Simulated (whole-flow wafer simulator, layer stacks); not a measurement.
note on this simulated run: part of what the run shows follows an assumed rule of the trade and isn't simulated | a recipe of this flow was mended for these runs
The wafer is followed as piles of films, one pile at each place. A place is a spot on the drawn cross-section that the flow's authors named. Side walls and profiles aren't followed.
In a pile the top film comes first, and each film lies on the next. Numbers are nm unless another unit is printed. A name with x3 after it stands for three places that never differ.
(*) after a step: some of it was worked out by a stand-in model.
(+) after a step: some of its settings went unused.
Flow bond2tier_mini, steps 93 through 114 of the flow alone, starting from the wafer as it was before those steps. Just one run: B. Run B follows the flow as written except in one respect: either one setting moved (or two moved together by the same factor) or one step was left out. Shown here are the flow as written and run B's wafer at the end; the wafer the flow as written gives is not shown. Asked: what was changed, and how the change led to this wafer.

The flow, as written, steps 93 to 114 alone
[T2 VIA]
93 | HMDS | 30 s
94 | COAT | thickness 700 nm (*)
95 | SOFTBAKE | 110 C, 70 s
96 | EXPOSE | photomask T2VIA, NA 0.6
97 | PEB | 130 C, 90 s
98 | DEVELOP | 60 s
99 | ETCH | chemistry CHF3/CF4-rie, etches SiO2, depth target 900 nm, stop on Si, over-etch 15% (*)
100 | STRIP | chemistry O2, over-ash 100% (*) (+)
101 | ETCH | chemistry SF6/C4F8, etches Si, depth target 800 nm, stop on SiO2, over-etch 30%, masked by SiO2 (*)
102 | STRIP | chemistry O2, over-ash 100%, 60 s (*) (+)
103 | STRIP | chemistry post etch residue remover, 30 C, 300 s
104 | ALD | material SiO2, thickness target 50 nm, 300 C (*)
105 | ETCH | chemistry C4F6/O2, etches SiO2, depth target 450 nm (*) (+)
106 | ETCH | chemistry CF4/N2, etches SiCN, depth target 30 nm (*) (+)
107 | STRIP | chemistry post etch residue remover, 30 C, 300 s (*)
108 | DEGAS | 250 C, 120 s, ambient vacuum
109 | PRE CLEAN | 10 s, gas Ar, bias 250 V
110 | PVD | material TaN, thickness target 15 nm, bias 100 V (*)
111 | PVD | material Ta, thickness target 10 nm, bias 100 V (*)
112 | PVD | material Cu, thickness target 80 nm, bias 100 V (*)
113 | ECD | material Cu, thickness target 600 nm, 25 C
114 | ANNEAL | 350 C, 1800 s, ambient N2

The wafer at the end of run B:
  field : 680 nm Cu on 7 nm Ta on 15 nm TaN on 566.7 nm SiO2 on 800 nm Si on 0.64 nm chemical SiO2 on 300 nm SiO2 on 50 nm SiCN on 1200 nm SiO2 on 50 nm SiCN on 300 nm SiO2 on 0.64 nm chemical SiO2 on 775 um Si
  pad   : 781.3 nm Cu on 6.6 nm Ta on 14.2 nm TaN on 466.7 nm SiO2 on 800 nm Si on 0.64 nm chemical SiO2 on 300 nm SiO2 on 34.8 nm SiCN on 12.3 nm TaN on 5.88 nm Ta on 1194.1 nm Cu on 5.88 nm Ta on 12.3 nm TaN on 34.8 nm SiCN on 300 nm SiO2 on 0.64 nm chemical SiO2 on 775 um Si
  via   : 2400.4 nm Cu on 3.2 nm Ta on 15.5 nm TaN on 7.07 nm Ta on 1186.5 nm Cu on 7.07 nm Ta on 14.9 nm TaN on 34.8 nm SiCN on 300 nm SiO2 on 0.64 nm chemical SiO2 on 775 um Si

What caused this: step 111, PVD: thickness target 7 nm was run, though the flow has thickness target 10 nm.
The wafer itself shows it: field has Ta 7, and step 111 as written asks for 10 nm.

Step by step, how the change led to this:
  111 | PVD | material Ta, thickness target 10 nm, bias 100 V (*)
      field: +7 Ta (new film) (in the flow as written it would be: +10 Ta (new film))
      pad: +6.6 Ta (new film) (in the flow as written it would be: +9.42 Ta (new film))
      (also at 1 further place)
